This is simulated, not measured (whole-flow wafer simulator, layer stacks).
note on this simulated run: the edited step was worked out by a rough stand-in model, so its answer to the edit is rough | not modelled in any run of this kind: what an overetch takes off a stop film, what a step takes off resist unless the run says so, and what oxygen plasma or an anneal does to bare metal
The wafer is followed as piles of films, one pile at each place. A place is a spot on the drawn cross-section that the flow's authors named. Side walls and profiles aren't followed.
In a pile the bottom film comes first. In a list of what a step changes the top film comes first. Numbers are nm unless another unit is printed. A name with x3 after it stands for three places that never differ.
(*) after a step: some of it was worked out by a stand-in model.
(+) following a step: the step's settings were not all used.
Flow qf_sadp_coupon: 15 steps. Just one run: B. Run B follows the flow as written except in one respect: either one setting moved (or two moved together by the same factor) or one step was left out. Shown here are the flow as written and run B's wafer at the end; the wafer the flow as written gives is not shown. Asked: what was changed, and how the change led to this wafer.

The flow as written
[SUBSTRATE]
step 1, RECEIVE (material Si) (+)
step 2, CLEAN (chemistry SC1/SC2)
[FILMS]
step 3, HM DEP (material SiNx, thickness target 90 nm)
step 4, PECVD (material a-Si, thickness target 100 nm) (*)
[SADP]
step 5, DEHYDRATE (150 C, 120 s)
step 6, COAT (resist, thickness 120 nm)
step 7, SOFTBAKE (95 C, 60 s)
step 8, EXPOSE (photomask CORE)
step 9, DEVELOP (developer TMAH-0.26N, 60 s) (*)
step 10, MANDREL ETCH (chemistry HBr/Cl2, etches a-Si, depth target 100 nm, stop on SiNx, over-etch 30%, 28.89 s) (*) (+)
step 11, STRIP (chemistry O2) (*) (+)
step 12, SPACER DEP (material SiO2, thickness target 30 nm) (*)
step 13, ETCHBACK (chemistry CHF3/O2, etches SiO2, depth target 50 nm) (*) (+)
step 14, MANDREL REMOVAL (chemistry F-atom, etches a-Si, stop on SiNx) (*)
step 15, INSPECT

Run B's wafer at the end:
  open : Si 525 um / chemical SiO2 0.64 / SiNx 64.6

The reason: step 4, PECVD: thickness target 85.2 nm was run, though the flow has thickness target 100 nm.

How this came from the change, step by step:
  step 4, PECVD (material a-Si, thickness target 100 nm) (*)
      m, open: a-Si gains 85.2 (new film) (as written it would have been: a-Si gains 100 (new film))
  step 10, MANDREL ETCH (chemistry HBr/Cl2, etches a-Si, depth target 100 nm, stop on SiNx, over-etch 30%, 28.89 s) (*) (+)
      open: a-Si loses 85.2 (all of it), SiNx loses 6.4 (as written it would have been: a-Si loses 100 (all of it), SiNx loses 4.29)
  step 14, MANDREL REMOVAL (chemistry F-atom, etches a-Si, stop on SiNx) (*)
      m: a-Si loses 81 (all of it) (as written it would have been: a-Si loses 95.8 (all of it))
